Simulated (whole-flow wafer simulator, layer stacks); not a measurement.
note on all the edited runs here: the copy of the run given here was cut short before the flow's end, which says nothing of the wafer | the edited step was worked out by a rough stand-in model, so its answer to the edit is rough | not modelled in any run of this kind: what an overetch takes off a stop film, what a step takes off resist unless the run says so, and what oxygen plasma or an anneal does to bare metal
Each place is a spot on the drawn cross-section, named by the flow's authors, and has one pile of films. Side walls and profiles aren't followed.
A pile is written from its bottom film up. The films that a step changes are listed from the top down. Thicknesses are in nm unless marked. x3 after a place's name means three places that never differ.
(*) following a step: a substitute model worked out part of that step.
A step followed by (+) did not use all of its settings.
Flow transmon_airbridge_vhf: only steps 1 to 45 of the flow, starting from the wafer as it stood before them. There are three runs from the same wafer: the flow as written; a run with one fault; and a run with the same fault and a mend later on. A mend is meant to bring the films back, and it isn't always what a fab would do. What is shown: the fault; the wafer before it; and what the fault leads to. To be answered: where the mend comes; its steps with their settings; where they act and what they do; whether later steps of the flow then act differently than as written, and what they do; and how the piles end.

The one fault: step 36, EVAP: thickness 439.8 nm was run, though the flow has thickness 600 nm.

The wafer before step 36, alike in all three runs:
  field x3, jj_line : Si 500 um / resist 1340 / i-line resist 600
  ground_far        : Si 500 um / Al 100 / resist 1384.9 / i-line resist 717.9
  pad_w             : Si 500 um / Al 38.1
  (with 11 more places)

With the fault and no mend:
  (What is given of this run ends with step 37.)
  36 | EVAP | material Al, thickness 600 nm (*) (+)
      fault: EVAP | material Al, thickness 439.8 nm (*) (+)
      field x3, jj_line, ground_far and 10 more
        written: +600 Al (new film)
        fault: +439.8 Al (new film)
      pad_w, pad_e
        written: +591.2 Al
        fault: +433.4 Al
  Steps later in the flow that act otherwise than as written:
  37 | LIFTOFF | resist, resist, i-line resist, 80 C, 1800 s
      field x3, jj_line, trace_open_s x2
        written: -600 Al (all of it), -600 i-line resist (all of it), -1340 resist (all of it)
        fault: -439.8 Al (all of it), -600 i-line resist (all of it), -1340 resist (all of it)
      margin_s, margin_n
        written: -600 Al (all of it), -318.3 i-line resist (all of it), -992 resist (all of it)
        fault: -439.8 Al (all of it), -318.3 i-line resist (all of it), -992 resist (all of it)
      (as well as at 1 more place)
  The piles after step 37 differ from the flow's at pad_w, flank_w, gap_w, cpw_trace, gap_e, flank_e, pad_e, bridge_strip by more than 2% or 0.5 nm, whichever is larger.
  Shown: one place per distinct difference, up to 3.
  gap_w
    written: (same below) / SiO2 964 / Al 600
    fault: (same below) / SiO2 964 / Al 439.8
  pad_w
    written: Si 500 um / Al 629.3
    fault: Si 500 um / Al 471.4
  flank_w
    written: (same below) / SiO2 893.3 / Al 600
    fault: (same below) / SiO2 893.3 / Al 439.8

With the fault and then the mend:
  The mend follows step 36.
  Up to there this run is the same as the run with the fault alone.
  36a | EVAP | material Al, thickness 160.2 nm (*) (+) (a further turn of the flow's step 36, with different settings)
      field x3, jj_line, ground_far and 10 more
        +160.2 Al
      pad_w, pad_e
        +157.8 Al
  Every later step of the flow that is run acts as written, at every place that is followed, to within 2% or 0.5 nm, whichever is larger.
  When the end is reached, the piles differ only a little from the flow's at the places that both follow, at most by 2% or 0.5 nm, whichever is larger.
